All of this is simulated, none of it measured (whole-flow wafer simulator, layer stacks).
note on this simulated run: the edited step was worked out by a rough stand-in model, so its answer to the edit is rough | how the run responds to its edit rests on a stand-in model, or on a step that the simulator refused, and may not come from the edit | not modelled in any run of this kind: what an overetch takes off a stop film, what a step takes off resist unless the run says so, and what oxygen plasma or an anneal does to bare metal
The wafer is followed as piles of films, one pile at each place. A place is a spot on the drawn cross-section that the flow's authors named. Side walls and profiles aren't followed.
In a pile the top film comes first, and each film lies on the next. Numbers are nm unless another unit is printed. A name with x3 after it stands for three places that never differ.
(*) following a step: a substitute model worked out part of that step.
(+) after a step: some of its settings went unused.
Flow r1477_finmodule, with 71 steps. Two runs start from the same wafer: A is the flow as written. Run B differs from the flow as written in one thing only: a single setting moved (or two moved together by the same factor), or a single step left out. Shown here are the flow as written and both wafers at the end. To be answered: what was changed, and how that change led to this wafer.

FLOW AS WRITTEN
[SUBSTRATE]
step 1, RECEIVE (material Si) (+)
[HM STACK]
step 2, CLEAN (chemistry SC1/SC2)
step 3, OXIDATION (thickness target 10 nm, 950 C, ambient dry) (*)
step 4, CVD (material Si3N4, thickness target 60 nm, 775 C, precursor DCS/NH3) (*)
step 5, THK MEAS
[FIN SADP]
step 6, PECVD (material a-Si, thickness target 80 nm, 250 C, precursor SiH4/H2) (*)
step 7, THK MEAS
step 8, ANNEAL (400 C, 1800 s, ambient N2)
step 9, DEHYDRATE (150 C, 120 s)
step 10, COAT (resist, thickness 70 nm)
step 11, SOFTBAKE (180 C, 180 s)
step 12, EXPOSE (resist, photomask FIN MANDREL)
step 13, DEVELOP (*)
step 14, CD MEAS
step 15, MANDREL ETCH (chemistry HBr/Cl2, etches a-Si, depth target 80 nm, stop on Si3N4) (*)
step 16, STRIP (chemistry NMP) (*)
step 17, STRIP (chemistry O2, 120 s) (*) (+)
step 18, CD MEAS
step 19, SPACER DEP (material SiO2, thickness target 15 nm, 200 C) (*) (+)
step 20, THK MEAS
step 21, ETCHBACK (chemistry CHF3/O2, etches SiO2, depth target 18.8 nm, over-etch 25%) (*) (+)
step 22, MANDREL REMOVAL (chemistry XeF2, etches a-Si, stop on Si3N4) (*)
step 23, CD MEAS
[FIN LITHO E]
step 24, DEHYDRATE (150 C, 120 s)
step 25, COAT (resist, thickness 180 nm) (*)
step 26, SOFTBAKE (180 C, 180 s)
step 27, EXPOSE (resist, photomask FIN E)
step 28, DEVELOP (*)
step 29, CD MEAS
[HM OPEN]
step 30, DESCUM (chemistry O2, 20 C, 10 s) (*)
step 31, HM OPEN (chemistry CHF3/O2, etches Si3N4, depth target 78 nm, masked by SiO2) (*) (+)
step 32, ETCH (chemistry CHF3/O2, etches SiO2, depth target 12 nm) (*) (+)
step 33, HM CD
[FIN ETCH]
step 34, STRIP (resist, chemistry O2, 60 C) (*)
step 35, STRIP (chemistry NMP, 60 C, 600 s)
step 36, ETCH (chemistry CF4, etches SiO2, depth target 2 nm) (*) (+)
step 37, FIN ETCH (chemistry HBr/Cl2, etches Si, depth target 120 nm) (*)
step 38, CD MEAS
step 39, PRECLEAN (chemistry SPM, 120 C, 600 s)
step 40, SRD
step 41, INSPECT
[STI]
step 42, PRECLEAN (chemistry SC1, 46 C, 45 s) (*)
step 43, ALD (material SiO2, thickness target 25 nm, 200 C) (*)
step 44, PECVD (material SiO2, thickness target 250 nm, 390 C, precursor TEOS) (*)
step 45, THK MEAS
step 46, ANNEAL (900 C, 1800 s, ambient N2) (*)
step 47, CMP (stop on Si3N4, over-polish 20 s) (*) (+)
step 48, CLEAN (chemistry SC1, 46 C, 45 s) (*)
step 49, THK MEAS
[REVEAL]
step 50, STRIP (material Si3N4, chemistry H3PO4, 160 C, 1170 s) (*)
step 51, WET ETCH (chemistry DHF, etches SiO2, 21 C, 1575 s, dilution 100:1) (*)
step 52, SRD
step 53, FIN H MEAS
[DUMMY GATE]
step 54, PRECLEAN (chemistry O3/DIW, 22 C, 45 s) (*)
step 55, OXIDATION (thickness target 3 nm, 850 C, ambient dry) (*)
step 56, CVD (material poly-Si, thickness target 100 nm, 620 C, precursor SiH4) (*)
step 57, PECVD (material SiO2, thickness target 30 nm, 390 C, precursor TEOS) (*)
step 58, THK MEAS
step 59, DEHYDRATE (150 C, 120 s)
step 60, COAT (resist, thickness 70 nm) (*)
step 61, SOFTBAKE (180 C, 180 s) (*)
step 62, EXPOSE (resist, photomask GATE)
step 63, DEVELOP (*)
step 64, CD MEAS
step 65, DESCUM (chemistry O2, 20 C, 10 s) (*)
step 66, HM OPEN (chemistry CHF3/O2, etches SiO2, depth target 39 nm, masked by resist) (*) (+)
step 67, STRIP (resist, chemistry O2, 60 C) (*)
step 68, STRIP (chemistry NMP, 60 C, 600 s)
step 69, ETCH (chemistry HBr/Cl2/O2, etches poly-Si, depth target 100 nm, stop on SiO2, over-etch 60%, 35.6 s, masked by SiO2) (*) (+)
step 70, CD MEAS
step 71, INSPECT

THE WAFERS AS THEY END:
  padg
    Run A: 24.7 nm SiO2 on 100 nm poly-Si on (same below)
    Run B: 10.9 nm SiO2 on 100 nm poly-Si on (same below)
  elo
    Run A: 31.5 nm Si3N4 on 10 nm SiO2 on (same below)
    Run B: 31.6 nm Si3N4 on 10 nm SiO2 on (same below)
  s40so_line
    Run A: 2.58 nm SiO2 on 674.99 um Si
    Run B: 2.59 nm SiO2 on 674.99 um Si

The reason: step 57, PECVD: thickness target 16.2 nm was run, while the flow as written has thickness target 30 nm.

Step by step, how the change led to this:
  step 57, PECVD (material SiO2, thickness target 30 nm, 390 C, precursor TEOS) (*)
      pad, padg, elg and 33 more: A +30 SiO2 (new film) | B +16.2 SiO2 (new film)
  step 66, HM OPEN (chemistry CHF3/O2, etches SiO2, depth target 39 nm, masked by resist) (*) (+)
      pad, elo, eso and 15 more: A -30 SiO2 (all of it), -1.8 poly-Si | B -16.2 SiO2 (all of it), -1.62 poly-Si
      padg, elg, esg and 15 more: A -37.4 resist | B -23.3 resist
  step 67, STRIP (resist, chemistry O2, 60 C) (*)
      padg, elg, esg: A -15.9 resist (all of it) | B -30 resist (all of it)
      e100lg, e200lg: A -12.8 resist (all of it) | B -26.9 resist (all of it)
      (and at 13 other places as well)
